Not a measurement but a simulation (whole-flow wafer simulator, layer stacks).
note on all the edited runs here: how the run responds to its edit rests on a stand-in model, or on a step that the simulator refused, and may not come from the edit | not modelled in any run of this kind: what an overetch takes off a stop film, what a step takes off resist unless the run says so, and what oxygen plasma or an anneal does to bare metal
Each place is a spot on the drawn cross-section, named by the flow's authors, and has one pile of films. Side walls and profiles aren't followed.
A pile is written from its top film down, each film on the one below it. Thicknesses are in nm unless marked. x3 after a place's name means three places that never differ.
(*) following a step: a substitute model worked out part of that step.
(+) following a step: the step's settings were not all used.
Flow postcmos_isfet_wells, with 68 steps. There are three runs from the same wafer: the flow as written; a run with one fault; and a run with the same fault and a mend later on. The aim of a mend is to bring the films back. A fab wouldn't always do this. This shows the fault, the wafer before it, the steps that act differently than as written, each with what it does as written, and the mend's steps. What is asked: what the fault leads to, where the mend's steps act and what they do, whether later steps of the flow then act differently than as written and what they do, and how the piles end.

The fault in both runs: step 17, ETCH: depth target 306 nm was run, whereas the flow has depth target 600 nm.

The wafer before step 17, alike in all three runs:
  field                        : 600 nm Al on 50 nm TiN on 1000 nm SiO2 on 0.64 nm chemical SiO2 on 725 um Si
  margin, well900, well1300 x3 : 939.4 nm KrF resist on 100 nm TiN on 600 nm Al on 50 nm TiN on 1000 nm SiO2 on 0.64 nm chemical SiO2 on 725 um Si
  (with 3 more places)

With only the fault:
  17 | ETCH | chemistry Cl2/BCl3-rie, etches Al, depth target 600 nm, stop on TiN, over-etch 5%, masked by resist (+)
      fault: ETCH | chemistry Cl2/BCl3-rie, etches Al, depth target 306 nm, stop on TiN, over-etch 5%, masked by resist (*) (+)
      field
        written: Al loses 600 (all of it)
        fault: Al loses 306
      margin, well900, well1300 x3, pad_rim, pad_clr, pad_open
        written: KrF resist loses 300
        fault: KrF resist loses 153
  Steps further on in the flow that do not act as written:
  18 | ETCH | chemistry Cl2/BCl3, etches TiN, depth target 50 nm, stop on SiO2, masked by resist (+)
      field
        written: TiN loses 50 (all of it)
        fault: Al loses 50
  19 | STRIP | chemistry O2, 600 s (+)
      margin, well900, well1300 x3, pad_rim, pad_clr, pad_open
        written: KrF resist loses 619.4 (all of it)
        fault: KrF resist loses 766.4 (all of it)
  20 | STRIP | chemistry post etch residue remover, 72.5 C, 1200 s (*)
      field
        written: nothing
        fault: Al loses 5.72
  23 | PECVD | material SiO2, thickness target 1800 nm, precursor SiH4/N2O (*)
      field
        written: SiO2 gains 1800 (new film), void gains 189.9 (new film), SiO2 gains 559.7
        fault: SiO2 gains 2261.3 (new film)
  The piles end different from the flow's at field by more than 2% or 0.5 nm, whichever is larger.
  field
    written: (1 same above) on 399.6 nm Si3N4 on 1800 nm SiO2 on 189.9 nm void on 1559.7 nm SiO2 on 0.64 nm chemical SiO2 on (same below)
    fault: (1 same above) on 399.6 nm Si3N4 on 2261.3 nm SiO2 on 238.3 nm Al on 50 nm TiN on 1000 nm SiO2 on 0.64 nm chemical SiO2 on (same below)

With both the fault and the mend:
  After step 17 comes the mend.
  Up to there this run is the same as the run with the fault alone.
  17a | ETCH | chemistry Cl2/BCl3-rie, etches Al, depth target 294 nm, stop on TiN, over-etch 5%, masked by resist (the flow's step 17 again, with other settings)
      margin, well900, well1300 x3, pad_rim, pad_clr, pad_open
        KrF resist loses 147
      field
        Al loses 294 (all of it)
  Every later step of the flow that is run acts as written at every place that is followed.
  The piles end the same as the flow's at every place that both follow.
